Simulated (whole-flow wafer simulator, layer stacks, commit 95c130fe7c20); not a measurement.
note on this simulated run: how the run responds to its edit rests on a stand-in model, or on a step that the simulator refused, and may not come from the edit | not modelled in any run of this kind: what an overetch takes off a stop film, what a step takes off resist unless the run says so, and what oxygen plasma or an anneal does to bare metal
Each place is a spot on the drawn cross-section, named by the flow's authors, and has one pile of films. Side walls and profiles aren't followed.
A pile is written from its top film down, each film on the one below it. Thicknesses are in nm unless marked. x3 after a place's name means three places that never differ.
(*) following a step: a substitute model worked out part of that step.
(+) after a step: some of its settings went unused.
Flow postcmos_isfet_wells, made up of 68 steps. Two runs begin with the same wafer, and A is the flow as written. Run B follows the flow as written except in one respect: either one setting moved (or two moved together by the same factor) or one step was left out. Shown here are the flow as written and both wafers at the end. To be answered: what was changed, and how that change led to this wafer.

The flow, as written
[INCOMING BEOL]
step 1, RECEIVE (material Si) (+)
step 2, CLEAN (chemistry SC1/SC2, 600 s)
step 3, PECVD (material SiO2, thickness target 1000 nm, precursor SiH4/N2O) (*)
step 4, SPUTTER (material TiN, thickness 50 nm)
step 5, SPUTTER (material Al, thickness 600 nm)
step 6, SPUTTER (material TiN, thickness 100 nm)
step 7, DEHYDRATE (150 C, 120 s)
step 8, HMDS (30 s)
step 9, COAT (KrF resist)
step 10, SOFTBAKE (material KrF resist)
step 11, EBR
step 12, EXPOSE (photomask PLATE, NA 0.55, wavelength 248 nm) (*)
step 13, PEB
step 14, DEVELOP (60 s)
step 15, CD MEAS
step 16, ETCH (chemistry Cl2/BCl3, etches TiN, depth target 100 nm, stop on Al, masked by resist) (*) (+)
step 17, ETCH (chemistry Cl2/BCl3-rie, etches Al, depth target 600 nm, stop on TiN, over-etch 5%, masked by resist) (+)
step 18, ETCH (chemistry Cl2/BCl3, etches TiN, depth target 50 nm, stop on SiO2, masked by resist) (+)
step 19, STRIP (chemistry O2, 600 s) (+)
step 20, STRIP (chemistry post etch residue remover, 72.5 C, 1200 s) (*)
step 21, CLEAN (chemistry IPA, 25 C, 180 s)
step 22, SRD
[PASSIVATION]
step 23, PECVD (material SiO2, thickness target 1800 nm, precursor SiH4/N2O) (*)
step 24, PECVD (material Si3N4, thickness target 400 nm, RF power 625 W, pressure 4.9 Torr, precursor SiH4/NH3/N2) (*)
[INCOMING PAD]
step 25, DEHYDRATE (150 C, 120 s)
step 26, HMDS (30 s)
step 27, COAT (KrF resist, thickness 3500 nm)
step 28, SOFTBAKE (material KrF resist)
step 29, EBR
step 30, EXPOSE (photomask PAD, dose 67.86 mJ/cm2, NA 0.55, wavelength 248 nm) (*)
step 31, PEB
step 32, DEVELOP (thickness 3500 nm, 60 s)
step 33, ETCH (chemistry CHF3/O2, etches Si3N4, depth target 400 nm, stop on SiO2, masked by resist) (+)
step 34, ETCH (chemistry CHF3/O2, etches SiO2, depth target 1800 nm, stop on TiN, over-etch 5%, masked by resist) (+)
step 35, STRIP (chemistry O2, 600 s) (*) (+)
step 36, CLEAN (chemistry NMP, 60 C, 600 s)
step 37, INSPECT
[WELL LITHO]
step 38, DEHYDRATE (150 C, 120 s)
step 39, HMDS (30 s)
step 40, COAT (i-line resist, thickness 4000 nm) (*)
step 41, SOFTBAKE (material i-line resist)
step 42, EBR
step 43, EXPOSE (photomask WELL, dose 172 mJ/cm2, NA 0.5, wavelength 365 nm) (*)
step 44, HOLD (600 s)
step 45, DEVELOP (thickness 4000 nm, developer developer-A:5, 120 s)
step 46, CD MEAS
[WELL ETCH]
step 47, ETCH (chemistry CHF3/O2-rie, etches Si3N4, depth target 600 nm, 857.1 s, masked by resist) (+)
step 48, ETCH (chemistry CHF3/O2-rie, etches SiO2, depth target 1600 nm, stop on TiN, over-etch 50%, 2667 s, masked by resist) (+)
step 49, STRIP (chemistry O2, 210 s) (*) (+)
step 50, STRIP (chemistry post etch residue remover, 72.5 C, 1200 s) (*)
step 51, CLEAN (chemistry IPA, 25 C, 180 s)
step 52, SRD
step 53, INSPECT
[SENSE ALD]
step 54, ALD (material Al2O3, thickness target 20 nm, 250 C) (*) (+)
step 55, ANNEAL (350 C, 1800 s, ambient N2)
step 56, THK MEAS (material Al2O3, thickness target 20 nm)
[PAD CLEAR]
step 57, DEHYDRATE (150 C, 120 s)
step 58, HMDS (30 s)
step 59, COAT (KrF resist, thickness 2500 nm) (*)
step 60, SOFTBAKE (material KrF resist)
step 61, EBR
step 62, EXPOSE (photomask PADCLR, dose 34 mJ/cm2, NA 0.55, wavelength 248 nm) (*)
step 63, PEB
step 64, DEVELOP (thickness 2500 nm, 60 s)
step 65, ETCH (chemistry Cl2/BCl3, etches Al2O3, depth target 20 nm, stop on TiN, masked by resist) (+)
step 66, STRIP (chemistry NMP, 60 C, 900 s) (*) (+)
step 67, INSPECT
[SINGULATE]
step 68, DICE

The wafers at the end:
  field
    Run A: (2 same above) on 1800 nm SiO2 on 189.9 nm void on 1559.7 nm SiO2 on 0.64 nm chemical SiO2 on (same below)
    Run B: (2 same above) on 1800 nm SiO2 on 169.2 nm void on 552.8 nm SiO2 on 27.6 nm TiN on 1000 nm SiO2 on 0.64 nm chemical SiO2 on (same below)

What caused this: step 18, ETCH: depth target 22 nm was run, though the flow has depth target 50 nm.

Step by step, how the change led to this:
  step 18, ETCH (chemistry Cl2/BCl3, etches TiN, depth target 50 nm, stop on SiO2, masked by resist) (+)
      field: A -50 TiN (all of it) | B -22 TiN
      margin, well900, well1300 x3, pad_rim, pad_clr, pad_open: A -20 KrF resist | B -8.8 KrF resist
  step 23, PECVD (material SiO2, thickness target 1800 nm, precursor SiH4/N2O) (*)
      field: A +1800 SiO2 (new film), +189.9 void (new film), +559.7 SiO2 | B +1800 SiO2 (new film), +169.2 void (new film), +552.8 SiO2 (new film)
Taking metal films that touch as one body, field has 1 body; the flow as written gives 0 bodies.
